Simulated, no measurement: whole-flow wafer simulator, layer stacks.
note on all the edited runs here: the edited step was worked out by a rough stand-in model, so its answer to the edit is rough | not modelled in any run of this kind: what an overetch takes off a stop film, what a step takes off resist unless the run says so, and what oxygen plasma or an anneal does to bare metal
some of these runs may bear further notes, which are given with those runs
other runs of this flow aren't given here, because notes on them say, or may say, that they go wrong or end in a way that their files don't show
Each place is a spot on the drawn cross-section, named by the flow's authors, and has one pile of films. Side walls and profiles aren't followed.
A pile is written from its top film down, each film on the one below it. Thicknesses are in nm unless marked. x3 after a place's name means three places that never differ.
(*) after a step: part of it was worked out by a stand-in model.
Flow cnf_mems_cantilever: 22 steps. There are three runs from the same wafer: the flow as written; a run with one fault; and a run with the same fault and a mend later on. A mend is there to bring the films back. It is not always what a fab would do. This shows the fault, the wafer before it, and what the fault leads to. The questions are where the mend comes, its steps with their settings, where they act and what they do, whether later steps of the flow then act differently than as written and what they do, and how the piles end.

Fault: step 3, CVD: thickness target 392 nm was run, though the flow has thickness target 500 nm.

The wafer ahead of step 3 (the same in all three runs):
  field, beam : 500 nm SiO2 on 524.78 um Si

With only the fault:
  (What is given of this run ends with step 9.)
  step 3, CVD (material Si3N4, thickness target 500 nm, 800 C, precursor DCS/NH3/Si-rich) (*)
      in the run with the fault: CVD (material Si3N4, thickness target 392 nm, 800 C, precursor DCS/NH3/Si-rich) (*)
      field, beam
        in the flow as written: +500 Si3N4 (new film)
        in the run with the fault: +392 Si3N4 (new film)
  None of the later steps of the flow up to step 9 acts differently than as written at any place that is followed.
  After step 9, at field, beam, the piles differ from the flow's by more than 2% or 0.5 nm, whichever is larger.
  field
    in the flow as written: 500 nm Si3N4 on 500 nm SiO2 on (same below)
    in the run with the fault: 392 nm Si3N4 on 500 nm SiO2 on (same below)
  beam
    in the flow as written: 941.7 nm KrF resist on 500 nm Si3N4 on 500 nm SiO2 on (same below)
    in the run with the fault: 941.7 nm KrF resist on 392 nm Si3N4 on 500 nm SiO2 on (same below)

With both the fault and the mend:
  The mend follows step 3.
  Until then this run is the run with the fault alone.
  step 3a, ETCH (chemistry h3po4, depth target 450.8 nm)
      field, beam
        -392 Si3N4 (all of it)
  step 3b, CLEAN (chemistry SC1/SC2) (the flow's step 1 again)
      does not change any film at any place that is followed
  step 3c, CVD (material Si3N4, thickness target 500 nm, 800 C, precursor DCS/NH3/Si-rich) (*) (the flow's step 3 again)
      field, beam
        +500 Si3N4 (new film)
  None of the later steps of the flow acts differently than as written at any place that is followed.
  At every place that both follow, the piles at the end match the flow's.
